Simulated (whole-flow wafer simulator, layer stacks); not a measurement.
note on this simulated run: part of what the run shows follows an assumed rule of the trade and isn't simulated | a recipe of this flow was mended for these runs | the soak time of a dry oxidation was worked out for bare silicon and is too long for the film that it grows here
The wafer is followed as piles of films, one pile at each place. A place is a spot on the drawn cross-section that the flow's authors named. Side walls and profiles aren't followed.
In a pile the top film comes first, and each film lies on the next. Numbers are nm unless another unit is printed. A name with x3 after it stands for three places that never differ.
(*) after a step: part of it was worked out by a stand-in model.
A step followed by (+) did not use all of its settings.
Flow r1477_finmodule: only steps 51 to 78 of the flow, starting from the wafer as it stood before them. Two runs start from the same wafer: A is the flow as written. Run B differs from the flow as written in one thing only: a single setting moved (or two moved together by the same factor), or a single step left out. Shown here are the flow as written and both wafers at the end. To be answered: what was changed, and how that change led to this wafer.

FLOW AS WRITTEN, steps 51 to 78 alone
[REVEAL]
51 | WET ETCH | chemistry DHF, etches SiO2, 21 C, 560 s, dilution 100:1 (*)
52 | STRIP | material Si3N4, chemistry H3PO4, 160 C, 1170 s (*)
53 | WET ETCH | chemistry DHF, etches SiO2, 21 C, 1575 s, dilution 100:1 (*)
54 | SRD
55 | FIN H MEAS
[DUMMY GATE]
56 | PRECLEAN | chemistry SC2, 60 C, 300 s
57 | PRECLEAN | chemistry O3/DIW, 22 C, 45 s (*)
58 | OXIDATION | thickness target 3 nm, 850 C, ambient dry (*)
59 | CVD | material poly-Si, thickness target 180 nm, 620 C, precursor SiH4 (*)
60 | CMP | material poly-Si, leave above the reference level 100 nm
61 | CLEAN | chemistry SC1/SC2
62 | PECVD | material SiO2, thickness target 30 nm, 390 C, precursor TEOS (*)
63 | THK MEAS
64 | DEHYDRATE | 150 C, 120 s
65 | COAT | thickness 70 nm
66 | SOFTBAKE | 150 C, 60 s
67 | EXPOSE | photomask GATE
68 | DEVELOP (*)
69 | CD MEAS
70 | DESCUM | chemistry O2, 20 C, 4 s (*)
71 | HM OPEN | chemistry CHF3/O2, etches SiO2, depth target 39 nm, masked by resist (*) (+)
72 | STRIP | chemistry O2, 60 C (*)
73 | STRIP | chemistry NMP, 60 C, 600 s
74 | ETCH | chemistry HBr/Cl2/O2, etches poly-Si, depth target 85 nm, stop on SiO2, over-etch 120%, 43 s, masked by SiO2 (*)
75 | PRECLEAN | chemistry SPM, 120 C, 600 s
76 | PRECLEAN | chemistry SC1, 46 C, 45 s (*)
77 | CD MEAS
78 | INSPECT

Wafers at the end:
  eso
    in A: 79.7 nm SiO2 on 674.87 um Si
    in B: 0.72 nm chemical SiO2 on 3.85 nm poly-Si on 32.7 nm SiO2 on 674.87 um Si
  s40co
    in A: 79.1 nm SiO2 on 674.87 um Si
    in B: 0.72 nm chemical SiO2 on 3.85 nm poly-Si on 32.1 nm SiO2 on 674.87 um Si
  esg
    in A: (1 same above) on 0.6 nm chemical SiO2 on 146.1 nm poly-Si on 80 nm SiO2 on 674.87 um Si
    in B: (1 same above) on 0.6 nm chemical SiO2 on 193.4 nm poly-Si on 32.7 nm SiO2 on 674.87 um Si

Cause: step 53, WET ETCH: 2520 s was run, whereas the flow has 1575 s.

Step by step, how the change led to this:
  53 | WET ETCH | chemistry DHF, etches SiO2, 21 C, 1575 s, dilution 100:1 (*)
      esg, e40sg, e100sg and 17 more: A SiO2 loses 79.1 | B SiO2 loses 126.6
      pad, padg: A SiO2 loses 85.7 | B SiO2 loses 134.3
  59 | CVD | material poly-Si, thickness target 180 nm, 620 C, precursor SiH4 (*)
      esg, e40sg, e100sg and 15 more: A poly-Si gains 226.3 (new film) | B poly-Si gains 273.7 (new film)
      e200sg, e200so: A poly-Si gains 219.2 (new film) | B poly-Si gains 273.7 (new film)
  60 | CMP | material poly-Si, leave above the reference level 100 nm
      pad, padg: A poly-Si loses 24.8 | B nothing
      e200sg, e200so: A poly-Si loses 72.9 | B poly-Si loses 80
  74 | ETCH | chemistry HBr/Cl2/O2, etches poly-Si, depth target 85 nm, stop on SiO2, over-etch 120%, 43 s, masked by SiO2 (*)
      eso, e40so, e100so and 7 more: A chemical SiO2 loses 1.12 (all of it), poly-Si loses 143.9 (all of it), SiO2 loses 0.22 | B chemical SiO2 loses 1.12 (all of it), poly-Si loses 187
      pad: A chemical SiO2 loses 1.12 (all of it), poly-Si loses 152.8 (all of it), SiO2 loses 0.17 | B chemical SiO2 loses 1.12 (all of it), poly-Si loses 177.6 (all of it), SiO2 loses 0.05
  75 | PRECLEAN | chemistry SPM, 120 C, 600 s
      eso, e40so, e100so and 7 more: A nothing | B chemical SiO2 gains 0.8 (new film), poly-Si loses 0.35
